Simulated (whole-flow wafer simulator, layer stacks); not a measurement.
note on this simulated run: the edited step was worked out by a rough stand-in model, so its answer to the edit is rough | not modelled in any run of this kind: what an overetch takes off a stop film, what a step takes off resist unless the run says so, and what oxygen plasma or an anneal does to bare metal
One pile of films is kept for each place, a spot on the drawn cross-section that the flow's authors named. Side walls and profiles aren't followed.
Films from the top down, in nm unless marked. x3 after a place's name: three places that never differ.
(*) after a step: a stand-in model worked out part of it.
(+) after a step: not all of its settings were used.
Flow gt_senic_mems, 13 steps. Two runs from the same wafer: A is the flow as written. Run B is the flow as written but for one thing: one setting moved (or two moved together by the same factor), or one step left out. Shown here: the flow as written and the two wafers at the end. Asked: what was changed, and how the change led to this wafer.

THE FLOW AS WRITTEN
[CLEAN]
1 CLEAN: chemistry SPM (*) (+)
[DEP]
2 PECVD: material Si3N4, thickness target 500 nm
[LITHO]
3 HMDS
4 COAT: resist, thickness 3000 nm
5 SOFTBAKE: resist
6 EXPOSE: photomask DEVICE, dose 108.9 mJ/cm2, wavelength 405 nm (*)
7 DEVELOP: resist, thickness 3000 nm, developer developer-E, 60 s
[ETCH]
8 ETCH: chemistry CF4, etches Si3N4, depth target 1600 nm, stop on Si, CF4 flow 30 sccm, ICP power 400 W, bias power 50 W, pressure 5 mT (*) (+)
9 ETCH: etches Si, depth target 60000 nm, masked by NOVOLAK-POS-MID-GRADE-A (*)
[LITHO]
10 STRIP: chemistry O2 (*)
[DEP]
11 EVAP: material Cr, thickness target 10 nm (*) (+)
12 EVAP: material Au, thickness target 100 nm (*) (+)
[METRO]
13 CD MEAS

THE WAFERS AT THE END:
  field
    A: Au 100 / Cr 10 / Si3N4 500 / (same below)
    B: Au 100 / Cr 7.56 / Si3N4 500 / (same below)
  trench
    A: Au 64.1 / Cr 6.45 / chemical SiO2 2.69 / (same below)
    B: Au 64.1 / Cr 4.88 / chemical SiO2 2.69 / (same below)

The cause: step 11, EVAP: thickness target 7.56 nm was run, where the flow has thickness target 10 nm.
It can be read off the wafer: field has Cr 7.56, and step 11 as written asks for 10 nm.

How the change led to this, step by step:
  11 EVAP: material Cr, thickness target 10 nm (*) (+)
      field: A Cr +10 (new film) | B Cr +7.56 (new film)
      trench: A Cr +6.45 (new film) | B Cr +4.88 (new film)
